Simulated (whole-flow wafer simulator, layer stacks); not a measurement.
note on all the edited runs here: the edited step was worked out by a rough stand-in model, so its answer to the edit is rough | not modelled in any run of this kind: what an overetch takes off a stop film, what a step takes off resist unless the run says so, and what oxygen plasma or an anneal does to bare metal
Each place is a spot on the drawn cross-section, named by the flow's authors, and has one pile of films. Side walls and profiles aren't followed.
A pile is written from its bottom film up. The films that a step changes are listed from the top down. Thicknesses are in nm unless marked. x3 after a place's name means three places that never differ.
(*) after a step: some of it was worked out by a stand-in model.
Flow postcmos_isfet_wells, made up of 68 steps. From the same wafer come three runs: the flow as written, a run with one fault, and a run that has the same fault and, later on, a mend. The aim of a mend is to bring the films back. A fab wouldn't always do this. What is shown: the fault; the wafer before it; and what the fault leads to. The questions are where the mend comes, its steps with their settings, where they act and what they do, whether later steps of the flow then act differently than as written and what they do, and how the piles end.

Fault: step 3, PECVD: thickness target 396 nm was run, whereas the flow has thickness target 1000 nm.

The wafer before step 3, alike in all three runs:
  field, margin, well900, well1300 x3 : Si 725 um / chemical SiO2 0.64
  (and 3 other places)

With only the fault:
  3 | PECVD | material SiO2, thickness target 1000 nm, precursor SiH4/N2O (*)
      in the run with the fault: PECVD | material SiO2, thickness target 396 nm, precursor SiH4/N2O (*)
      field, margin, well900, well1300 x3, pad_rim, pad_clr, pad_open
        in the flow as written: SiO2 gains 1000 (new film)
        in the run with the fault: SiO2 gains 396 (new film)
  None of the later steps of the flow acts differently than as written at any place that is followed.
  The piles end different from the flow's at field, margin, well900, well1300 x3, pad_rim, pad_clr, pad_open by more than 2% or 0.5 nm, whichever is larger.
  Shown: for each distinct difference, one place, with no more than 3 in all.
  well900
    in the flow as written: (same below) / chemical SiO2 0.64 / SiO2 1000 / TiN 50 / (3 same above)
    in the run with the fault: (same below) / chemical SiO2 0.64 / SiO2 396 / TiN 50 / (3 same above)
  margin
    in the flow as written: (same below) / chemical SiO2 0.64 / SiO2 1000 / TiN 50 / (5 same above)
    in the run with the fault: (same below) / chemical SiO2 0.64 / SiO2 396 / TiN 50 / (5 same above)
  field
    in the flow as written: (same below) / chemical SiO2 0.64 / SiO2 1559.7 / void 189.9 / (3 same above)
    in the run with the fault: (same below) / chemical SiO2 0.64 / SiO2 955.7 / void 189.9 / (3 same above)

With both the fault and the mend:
  After step 3 comes the mend.
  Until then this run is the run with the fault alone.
  3a | ETCH | chemistry boe, depth target 455.4 nm
      field, margin, well900, well1300 x3, pad_rim, pad_clr, pad_open
        SiO2 loses 396 (all of it), chemical SiO2 loses 0.64 (all of it)
  3b | PECVD | material SiO2, thickness target 1000 nm, precursor SiH4/N2O (the flow's step 3, run once more)
      field, margin, well900, well1300 x3, pad_rim, pad_clr, pad_open
        SiO2 gains 1000 (new film)
  None of the later steps of the flow acts differently than as written at any place that is followed.
  The piles end different from the flow's at field, margin, well900, well1300 x3, pad_rim, pad_clr, pad_open by more than 2% or 0.5 nm, whichever is larger.
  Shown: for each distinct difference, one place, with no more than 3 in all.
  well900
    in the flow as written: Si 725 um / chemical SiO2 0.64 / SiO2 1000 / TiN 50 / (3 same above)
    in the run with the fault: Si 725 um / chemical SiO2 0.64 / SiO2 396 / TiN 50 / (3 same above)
    in the run with the mend: Si 725 um / SiO2 1000 / TiN 50 / (3 same above)
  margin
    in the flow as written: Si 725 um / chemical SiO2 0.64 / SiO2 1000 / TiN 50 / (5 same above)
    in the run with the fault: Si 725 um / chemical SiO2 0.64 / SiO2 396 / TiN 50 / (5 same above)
    in the run with the mend: Si 725 um / SiO2 1000 / TiN 50 / (5 same above)
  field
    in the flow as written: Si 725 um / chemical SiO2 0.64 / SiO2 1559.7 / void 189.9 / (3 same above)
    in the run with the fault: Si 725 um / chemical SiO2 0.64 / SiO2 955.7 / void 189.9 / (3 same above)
    in the run with the mend: Si 725 um / SiO2 1559.7 / void 189.9 / (3 same above)
